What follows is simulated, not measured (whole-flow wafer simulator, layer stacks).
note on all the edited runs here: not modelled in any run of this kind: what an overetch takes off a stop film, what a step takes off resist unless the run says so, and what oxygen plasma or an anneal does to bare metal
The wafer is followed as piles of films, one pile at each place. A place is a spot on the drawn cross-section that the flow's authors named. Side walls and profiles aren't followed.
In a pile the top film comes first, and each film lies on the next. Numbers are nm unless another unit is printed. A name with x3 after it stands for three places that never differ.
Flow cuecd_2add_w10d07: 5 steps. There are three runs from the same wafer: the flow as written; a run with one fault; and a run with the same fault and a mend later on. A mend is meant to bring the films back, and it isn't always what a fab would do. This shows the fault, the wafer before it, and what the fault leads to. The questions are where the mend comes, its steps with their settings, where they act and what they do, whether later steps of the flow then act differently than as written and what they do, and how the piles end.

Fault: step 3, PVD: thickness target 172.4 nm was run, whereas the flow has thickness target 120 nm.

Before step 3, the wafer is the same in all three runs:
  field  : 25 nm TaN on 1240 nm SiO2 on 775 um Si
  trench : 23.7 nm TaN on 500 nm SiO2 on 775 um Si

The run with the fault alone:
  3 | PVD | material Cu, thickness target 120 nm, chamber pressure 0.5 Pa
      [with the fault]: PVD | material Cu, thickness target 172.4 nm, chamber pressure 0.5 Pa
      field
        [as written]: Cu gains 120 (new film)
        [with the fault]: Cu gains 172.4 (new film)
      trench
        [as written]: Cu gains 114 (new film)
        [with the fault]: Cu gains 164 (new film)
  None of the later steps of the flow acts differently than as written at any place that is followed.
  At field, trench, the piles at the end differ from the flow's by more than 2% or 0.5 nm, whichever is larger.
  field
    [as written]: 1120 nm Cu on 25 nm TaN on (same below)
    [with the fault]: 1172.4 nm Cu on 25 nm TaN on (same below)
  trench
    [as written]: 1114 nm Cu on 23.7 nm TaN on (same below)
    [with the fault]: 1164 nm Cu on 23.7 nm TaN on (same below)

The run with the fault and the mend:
  The mend follows step 3.
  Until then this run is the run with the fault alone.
  3a | ETCH | chemistry cu recess dil, depth target 51.19 nm
      field, trench
        Cu loses 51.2
  None of the later steps of the flow acts differently than as written at any place that is followed.
  At the end the piles are close to the flow's at the places that both follow, differing by at most 2% or 0.5 nm, whichever is larger.
